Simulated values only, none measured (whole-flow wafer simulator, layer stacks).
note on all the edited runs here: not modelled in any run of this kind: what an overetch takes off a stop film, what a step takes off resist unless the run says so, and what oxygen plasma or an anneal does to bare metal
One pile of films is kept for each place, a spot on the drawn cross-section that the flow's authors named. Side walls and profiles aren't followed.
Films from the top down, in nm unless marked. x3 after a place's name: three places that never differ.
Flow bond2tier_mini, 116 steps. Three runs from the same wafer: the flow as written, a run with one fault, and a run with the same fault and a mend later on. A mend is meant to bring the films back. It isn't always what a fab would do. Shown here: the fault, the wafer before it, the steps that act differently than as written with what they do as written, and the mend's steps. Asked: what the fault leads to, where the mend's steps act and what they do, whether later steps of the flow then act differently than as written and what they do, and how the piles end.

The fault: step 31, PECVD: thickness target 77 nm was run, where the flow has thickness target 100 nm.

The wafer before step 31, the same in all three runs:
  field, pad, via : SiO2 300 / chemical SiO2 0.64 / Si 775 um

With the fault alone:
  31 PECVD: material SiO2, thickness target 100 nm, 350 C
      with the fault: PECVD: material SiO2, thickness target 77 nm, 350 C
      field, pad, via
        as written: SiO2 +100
        with the fault: SiO2 +77
  No later step of the flow acts differently than as written at any place that is followed.
  At the end the piles differ from the flow's by more than 2% or 0.5 nm, whichever is larger, at field, pad.
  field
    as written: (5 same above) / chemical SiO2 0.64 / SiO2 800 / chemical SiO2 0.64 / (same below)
    with the fault: (5 same above) / chemical SiO2 0.64 / SiO2 777 / chemical SiO2 0.64 / (same below)
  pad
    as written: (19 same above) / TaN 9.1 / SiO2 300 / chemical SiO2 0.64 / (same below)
    with the fault: (19 same above) / TaN 9.1 / SiO2 277 / chemical SiO2 0.64 / (same below)

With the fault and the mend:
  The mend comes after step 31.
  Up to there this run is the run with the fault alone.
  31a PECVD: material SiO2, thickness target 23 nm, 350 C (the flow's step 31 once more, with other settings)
      field, pad, via
        SiO2 +23
  No later step of the flow acts differently than as written at any place that is followed.
  At the end the piles are the same as the flow's at every place that both follow.
